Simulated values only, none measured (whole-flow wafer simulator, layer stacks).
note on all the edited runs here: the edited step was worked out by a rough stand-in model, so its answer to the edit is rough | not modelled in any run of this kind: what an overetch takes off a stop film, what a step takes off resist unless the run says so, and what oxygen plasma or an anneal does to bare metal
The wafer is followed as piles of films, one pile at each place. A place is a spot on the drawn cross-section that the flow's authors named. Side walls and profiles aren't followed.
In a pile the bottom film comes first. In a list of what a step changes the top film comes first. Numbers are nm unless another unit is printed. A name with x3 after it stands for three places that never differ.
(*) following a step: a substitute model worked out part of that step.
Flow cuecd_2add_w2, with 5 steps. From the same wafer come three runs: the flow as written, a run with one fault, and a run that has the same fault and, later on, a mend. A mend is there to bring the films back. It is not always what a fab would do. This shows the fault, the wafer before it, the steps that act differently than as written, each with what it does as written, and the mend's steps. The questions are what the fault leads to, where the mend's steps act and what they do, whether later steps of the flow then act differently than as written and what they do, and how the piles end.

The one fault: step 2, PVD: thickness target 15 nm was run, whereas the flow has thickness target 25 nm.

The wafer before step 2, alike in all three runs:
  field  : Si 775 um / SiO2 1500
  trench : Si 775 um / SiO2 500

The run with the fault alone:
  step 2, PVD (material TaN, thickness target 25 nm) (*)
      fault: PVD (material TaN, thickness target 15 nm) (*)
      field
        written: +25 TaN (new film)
        fault: +15 TaN (new film)
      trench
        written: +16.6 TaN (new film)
        fault: +9.96 TaN (new film)
  Later steps of the flow that are run all act as written at every place that is followed, up to a difference of at most 2% or 0.5 nm, whichever is larger.
  At field, trench, the piles at the end differ from the flow's by more than 2% or 0.5 nm, whichever is larger.
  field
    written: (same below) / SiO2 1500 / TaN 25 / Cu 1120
    fault: (same below) / SiO2 1500 / TaN 15 / Cu 1120
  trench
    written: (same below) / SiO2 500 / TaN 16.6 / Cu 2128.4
    fault: (same below) / SiO2 500 / TaN 9.96 / Cu 2125

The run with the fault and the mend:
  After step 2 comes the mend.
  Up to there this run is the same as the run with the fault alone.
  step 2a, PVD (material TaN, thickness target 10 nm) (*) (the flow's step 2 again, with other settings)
      field
        +10 TaN
      trench
        +6.61 TaN
  Later steps of the flow that are run all act as written at every place that is followed.
  By the end, the piles equal the flow's at every place that both follow.
